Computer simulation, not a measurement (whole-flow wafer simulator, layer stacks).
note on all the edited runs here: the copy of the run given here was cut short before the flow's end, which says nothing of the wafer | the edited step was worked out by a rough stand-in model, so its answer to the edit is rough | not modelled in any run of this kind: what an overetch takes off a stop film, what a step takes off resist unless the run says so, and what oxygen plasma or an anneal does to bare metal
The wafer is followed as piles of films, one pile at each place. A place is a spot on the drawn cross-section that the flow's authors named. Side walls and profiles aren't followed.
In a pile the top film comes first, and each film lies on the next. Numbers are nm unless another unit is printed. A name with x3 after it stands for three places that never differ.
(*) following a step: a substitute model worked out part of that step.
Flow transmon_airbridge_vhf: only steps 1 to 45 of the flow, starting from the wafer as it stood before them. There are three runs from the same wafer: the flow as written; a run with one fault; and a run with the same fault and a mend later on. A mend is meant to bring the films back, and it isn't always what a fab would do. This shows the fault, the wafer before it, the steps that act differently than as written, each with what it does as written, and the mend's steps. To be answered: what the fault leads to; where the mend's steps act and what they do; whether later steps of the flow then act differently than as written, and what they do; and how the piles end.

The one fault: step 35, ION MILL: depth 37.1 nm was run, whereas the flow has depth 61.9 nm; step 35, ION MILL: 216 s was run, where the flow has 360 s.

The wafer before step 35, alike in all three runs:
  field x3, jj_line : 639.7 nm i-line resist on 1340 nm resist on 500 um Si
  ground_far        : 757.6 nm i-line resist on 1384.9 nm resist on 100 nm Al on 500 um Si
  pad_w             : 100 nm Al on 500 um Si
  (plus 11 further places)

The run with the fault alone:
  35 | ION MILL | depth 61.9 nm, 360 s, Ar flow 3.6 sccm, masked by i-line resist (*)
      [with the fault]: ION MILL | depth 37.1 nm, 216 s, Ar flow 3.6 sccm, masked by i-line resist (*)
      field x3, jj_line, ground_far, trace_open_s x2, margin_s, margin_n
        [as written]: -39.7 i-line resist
        [with the fault]: -23.8 i-line resist
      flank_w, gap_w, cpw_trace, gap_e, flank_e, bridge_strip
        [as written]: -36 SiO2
        [with the fault]: -21.6 SiO2
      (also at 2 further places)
  Steps later in the flow that act otherwise than as written (3 other steps are not shown; they differ only slightly, by no more than 2% or 0.5 nm, whichever is larger):
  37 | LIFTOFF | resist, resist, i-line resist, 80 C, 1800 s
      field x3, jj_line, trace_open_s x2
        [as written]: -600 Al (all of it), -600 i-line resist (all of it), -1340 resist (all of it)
        [with the fault]: -600 Al (all of it), -615.9 i-line resist (all of it), -1340 resist (all of it)
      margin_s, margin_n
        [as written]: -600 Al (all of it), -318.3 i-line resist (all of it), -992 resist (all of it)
        [with the fault]: -600 Al (all of it), -334.2 i-line resist (all of it), -992 resist (all of it)
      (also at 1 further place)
  The piles end different from the flow's at pad_w, pad_e by more than 2% or 0.5 nm, whichever is larger.
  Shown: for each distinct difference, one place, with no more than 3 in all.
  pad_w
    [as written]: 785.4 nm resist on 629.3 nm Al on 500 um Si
    [with the fault]: 781.4 nm resist on 654.2 nm Al on 500 um Si

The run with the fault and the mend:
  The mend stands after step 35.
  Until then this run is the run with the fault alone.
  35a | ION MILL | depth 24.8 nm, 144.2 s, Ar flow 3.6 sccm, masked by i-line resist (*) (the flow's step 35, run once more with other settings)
      field x3, jj_line, ground_far, trace_open_s x2, margin_s, margin_n
        -15.9 i-line resist
      flank_w, gap_w, cpw_trace, gap_e, flank_e, bridge_strip
        -14.4 SiO2
      pad_w, pad_e
        -24.8 Al
  Every later step of the flow that is run acts as written, at every place that is followed, to within 2% or 0.5 nm, whichever is larger.
  By the end, the piles equal the flow's at every place that both follow.
